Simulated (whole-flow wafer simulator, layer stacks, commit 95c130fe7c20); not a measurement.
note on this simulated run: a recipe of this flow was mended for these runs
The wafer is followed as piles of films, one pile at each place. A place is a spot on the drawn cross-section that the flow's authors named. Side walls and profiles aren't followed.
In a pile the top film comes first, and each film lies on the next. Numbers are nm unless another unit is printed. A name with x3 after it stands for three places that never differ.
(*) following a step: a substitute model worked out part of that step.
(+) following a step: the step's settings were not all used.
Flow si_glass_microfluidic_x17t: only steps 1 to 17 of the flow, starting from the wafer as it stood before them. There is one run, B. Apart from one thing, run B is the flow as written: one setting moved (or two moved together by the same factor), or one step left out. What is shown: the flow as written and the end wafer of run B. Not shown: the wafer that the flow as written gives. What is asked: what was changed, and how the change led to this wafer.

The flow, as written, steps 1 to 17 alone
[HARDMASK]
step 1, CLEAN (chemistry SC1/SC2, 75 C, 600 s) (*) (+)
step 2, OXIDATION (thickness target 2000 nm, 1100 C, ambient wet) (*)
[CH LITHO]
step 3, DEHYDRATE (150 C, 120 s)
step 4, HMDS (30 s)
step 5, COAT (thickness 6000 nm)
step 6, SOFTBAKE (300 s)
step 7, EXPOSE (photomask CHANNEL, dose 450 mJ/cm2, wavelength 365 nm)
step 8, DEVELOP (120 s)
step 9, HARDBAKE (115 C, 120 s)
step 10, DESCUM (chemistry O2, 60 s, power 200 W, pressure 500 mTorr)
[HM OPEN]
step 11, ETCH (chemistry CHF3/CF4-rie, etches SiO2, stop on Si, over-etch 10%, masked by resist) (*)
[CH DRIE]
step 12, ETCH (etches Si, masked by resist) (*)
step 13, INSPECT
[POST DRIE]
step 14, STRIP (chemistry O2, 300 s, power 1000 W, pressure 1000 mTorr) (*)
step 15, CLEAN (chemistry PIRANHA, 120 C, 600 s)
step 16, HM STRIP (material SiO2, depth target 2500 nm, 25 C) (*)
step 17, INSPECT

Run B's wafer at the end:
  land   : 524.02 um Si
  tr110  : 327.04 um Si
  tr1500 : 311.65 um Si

The reason: step 2, OXIDATION: thickness target 2221 nm was run, whereas the flow has thickness target 2000 nm.

The path from the change to this, step by step:
  step 2, OXIDATION (thickness target 2000 nm, 1100 C, ambient wet) (*)
      land, tr110, tr1500, tr15: SiO2 gains 2221 (new film), chemical SiO2 loses 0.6 (all of it), Si loses 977 (it would be, as written: SiO2 gains 2000 (new film), chemical SiO2 loses 0.6 (all of it), Si loses 879.7)
  step 11, ETCH (chemistry CHF3/CF4-rie, etches SiO2, stop on Si, over-etch 10%, masked by resist) (*)
      tr110, tr1500, tr15: SiO2 loses 2200 (it would be, as written: SiO2 loses 2000 (all of it), Si loses 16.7)
  step 12, ETCH (etches Si, masked by resist) (*)
      tr110: SiO2 loses 21 (all of it), Si loses 196.97 um (it would be, as written: Si loses 200.12 um)
      tr1500: SiO2 loses 21 (all of it), Si loses 212.37 um (it would be, as written: Si loses 215.73 um)
      (also at 1 further place)
  step 16, HM STRIP (material SiO2, depth target 2500 nm, 25 C) (*)
      land: SiO2 loses 2221 (all of it) (it would be, as written: SiO2 loses 2000 (all of it))
